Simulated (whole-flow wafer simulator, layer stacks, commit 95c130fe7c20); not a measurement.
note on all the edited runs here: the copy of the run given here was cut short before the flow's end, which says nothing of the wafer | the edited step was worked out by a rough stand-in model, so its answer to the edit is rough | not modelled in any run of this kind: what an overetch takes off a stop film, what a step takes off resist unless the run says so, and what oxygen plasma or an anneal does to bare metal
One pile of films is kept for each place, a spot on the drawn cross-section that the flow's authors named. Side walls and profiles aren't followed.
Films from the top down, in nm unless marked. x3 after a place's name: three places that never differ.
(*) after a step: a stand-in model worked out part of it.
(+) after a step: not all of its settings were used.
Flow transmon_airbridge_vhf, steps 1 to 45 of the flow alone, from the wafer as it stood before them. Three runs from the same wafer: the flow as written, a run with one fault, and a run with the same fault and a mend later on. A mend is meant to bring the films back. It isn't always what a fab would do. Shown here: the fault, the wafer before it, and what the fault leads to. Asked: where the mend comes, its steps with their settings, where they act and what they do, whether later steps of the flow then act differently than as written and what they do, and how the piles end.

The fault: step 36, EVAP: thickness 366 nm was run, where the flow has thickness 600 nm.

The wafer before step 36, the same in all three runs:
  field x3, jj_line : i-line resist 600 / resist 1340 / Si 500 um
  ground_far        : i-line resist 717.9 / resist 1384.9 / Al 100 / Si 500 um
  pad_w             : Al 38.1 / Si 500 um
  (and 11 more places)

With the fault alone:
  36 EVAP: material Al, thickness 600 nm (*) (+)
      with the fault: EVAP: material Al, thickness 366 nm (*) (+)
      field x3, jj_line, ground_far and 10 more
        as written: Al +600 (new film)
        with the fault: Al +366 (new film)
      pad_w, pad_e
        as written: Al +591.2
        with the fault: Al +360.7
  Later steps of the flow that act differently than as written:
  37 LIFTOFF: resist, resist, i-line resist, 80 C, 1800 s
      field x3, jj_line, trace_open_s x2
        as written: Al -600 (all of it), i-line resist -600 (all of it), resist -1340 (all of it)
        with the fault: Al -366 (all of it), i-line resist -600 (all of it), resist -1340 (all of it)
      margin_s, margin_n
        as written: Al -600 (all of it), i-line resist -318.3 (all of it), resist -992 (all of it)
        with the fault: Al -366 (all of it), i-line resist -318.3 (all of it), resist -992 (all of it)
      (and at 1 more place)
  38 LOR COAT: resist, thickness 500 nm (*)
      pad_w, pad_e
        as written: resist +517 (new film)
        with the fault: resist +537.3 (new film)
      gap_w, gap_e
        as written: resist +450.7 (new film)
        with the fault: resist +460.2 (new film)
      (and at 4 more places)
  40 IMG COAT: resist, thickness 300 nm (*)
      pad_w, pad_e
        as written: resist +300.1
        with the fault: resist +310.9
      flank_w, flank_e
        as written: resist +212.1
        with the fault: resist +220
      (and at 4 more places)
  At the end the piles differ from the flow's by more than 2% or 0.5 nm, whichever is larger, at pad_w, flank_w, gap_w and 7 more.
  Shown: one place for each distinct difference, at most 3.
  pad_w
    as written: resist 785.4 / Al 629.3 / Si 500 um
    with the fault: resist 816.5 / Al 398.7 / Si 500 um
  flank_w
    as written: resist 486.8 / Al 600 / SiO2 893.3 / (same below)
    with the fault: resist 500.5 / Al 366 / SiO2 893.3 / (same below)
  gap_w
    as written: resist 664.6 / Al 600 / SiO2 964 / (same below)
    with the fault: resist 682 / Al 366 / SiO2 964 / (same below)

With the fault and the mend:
  The mend comes after step 36.
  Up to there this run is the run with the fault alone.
  36a EVAP: material Al, thickness 234 nm (*) (+) (the flow's step 36 once more, with other settings)
      field x3, jj_line, ground_far and 10 more
        Al +234
      pad_w, pad_e
        Al +230.5
  No later step of the flow acts differently than as written, at any place that is followed, by more than 2% or 0.5 nm, whichever is larger.
  At the end the piles differ from the flow's only slightly at the places that both follow, by at most 2% or 0.5 nm, whichever is larger.
